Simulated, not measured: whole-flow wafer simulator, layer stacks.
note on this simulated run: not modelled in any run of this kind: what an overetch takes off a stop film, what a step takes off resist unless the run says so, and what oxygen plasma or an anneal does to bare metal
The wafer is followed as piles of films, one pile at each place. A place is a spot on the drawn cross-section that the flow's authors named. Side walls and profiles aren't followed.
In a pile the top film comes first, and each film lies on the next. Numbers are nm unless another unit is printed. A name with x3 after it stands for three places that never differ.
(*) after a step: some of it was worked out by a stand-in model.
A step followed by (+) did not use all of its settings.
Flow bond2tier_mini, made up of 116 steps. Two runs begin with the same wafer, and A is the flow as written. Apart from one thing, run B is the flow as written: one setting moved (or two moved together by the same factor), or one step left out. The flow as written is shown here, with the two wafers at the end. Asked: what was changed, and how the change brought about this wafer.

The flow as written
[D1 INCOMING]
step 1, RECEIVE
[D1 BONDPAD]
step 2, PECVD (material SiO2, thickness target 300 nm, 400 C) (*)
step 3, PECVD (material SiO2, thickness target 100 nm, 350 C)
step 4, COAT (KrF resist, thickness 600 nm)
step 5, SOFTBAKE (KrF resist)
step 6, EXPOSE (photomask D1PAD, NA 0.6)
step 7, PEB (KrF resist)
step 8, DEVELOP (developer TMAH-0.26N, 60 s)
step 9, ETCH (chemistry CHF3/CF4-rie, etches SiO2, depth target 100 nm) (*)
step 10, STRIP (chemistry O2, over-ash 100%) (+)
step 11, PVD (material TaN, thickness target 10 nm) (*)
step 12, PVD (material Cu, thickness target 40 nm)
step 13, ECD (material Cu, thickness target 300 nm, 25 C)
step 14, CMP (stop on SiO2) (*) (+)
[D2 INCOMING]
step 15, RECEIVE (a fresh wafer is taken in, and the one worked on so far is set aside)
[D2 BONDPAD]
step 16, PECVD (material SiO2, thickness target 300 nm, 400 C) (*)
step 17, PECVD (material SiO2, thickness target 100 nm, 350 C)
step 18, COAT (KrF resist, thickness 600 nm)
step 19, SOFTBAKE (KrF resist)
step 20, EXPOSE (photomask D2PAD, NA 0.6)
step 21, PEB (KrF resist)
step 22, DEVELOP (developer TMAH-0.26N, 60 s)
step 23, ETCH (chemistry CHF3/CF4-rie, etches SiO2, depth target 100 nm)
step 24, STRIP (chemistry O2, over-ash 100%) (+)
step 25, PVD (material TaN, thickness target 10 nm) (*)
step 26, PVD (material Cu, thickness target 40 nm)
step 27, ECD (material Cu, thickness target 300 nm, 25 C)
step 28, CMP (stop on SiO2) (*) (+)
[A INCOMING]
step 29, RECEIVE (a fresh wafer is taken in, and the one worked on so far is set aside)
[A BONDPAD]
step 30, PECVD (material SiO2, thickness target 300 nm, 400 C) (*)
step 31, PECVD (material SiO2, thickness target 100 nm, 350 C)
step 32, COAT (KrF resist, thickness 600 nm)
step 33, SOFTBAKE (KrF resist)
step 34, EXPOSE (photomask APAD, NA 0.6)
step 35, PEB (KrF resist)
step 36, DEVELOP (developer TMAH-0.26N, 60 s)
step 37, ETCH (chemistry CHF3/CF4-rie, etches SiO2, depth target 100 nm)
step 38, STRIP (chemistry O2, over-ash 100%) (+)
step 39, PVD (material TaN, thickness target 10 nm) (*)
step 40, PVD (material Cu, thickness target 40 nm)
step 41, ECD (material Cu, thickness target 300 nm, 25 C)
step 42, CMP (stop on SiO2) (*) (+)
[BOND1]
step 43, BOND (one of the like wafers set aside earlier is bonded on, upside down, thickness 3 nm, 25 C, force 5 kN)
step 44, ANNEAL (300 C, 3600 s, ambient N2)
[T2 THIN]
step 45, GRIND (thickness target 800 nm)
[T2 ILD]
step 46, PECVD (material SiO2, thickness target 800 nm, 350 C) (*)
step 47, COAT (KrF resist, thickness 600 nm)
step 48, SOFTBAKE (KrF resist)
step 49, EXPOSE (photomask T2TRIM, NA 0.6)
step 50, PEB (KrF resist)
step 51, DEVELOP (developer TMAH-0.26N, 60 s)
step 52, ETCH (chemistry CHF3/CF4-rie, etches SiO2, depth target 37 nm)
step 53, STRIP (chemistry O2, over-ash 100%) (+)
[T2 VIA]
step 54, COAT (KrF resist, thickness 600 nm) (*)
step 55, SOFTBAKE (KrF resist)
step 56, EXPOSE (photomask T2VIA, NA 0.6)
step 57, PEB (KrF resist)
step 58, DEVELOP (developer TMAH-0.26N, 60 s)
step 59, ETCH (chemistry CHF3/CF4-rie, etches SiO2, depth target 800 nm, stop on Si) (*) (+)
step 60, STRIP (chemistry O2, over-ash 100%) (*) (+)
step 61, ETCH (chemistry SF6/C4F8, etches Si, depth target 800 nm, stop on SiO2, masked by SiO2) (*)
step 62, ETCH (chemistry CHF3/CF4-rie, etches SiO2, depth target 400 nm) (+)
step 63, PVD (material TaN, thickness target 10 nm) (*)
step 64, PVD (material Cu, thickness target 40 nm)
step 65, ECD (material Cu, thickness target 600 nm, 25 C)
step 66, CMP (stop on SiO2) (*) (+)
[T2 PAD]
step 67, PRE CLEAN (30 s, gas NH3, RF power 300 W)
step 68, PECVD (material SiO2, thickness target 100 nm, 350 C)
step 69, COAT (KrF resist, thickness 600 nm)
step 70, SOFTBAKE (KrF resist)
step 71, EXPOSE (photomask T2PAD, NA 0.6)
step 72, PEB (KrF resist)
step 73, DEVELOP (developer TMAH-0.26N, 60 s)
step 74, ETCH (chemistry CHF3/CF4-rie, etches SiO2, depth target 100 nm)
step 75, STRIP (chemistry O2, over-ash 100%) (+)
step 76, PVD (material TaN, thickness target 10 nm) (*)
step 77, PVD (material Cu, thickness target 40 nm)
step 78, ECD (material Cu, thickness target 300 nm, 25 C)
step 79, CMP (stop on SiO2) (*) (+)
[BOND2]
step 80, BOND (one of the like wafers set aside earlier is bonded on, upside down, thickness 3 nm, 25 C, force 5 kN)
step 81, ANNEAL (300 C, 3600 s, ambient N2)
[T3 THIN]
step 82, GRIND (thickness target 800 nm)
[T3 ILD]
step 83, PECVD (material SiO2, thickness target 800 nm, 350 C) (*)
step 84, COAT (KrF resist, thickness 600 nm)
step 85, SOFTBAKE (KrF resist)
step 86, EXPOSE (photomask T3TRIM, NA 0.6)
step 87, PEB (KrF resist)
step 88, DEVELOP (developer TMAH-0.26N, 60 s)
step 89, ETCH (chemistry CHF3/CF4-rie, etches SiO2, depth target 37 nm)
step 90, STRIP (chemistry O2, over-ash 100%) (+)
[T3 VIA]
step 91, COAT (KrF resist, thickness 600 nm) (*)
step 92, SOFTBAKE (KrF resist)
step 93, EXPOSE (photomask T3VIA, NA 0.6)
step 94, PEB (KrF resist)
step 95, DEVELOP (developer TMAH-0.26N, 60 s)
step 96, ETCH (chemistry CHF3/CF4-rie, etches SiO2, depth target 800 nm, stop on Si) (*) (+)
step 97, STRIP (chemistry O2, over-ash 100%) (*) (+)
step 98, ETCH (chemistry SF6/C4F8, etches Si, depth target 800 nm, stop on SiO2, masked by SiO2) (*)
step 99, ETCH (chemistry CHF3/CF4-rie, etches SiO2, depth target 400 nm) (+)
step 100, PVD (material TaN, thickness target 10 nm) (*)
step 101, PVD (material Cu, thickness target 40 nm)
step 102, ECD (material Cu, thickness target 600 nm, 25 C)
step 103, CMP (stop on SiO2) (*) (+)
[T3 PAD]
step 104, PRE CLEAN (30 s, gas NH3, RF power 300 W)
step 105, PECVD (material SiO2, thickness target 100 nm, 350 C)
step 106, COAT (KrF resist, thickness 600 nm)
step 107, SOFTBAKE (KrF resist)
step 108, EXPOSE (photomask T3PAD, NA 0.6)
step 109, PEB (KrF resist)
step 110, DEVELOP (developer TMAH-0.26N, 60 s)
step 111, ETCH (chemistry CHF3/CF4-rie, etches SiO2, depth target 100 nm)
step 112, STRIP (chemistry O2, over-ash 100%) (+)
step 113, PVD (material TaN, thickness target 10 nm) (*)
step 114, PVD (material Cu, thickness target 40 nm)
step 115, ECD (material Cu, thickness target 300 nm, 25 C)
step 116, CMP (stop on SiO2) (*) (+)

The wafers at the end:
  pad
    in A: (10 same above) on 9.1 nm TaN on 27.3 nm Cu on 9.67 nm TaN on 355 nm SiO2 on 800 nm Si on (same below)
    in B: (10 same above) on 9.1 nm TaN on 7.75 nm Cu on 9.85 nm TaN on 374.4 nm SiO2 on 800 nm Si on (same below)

Cause: step 52, ETCH: depth target 17.6 nm was run, whereas the flow has depth target 37 nm.

How this came from the change, step by step:
  step 52, ETCH (chemistry CHF3/CF4-rie, etches SiO2, depth target 37 nm)
      pad, via: A SiO2 loses 37 | B SiO2 loses 17.6
      field: A KrF resist loses 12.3 | B KrF resist loses 5.87
  step 59, ETCH (chemistry CHF3/CF4-rie, etches SiO2, depth target 800 nm, stop on Si) (*) (+)
      via: A SiO2 loses 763 (all of it) | B SiO2 loses 782.4 (all of it)
  step 60, STRIP (chemistry O2, over-ash 100%) (*) (+)
      field: A KrF resist loses 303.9 (all of it) | B KrF resist loses 312.1 (all of it)
      pad: A KrF resist loses 336 (all of it) | B KrF resist loses 327.4 (all of it)
  step 65, ECD (material Cu, thickness target 600 nm, 25 C)
      pad: A Cu gains 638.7 | B Cu gains 618.4
